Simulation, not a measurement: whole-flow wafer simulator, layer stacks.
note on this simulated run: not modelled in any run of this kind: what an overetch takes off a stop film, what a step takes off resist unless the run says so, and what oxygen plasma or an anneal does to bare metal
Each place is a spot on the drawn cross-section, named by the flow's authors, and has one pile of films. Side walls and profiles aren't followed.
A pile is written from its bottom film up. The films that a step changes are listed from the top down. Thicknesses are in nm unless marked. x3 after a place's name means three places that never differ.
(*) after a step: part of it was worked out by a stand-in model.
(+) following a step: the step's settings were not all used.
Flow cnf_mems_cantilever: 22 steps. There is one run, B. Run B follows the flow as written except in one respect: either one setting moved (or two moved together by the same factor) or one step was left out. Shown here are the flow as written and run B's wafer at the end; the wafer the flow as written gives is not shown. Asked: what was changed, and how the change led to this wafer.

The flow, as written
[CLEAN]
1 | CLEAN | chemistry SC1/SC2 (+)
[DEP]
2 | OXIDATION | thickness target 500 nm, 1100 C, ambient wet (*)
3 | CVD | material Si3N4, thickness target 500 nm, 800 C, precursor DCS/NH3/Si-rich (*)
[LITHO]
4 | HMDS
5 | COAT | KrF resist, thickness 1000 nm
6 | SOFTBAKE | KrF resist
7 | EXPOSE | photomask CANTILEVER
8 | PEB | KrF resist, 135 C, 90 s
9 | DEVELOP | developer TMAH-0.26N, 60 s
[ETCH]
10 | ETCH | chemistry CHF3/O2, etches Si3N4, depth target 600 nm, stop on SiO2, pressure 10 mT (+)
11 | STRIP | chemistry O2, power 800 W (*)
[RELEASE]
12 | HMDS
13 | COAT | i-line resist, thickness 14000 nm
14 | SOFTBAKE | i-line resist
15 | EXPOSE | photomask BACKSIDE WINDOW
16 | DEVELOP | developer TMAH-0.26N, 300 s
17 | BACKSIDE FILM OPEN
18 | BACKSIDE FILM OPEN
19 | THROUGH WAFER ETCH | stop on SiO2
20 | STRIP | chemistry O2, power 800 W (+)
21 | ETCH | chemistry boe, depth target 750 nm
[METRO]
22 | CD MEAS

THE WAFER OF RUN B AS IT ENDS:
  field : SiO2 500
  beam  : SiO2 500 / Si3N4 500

What caused this: step 21, ETCH: chemistry boe, depth target 750 nm, was omitted.

How this came from the change, step by step:
  (no step that both runs have acts differently)
